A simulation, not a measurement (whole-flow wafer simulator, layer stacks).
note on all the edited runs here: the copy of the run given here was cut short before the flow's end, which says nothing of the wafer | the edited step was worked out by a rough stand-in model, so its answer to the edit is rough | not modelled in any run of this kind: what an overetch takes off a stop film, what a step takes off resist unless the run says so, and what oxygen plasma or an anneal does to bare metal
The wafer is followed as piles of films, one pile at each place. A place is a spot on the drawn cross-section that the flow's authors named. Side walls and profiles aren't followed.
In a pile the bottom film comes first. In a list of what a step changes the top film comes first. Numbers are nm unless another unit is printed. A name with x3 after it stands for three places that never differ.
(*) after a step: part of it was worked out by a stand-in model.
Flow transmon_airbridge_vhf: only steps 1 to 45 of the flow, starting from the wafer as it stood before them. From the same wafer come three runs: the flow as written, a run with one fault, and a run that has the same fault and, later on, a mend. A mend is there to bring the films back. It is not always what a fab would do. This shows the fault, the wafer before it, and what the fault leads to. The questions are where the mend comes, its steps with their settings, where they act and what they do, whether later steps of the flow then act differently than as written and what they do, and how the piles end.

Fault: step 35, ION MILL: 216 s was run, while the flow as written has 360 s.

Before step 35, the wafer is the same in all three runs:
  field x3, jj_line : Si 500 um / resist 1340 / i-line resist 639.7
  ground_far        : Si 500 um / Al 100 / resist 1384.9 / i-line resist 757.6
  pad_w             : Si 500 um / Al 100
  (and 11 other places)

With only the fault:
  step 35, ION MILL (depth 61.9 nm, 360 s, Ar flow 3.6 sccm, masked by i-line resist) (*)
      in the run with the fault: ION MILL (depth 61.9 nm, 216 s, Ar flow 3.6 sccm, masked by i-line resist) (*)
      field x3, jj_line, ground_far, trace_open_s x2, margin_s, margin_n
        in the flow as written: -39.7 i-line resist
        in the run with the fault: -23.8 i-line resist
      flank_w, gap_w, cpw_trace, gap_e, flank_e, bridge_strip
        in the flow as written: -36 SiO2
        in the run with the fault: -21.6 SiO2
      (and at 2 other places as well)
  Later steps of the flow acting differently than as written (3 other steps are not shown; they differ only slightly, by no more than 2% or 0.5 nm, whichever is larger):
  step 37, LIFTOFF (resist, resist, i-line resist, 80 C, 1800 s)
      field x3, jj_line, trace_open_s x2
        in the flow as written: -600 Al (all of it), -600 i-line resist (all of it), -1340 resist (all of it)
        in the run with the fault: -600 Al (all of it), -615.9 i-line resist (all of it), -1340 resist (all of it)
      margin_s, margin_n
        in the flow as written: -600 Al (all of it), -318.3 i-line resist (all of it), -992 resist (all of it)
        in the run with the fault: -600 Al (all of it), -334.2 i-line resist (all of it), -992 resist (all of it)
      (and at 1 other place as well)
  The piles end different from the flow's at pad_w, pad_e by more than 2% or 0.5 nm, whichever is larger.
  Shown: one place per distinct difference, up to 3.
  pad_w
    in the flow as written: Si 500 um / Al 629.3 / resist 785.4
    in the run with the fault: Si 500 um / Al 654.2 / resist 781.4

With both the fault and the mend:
  The mend follows step 35.
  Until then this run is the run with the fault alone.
  step 35a, ION MILL (depth 61.9 nm, 144 s, Ar flow 3.6 sccm, masked by i-line resist) (*) (a further turn of the flow's step 35, with different settings)
      field x3, jj_line, ground_far, trace_open_s x2, margin_s, margin_n
        -15.9 i-line resist
      flank_w, gap_w, cpw_trace, gap_e, flank_e, bridge_strip
        -14.4 SiO2
      pad_w, pad_e
        -24.8 Al
  None of the later steps of the flow acts differently than as written at any place that is followed.
  At every place that both follow, the piles at the end match the flow's.
